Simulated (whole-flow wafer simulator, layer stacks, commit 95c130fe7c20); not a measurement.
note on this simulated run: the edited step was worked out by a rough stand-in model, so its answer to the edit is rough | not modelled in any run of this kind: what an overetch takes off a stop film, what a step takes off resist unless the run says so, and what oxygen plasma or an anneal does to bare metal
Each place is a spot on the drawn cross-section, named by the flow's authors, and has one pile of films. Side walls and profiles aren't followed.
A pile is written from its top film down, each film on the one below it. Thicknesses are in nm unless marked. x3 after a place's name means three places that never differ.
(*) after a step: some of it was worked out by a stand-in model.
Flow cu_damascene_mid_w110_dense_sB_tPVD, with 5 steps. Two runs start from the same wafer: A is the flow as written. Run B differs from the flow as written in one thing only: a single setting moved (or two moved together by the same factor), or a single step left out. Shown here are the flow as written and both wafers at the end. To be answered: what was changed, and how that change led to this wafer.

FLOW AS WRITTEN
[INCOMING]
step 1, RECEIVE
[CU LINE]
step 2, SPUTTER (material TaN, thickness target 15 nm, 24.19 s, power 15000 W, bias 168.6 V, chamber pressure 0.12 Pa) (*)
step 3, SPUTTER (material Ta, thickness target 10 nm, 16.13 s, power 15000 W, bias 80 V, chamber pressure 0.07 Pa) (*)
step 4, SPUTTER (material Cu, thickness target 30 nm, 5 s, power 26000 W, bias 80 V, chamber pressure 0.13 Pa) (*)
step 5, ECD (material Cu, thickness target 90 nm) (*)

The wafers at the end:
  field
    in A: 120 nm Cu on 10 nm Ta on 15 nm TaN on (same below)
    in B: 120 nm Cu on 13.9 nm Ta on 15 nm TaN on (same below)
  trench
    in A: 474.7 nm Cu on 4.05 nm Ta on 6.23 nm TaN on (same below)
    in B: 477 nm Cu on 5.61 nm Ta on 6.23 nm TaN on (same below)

What caused this: step 3, SPUTTER: 22.38 s was run, whereas the flow has 16.13 s.

Step by step, how the change led to this:
  step 3, SPUTTER (material Ta, thickness target 10 nm, 16.13 s, power 15000 W, bias 80 V, chamber pressure 0.07 Pa) (*)
      field: A +10 Ta (new film) | B +13.9 Ta (new film)
      trench: A +4.05 Ta (new film) | B +5.61 Ta (new film)
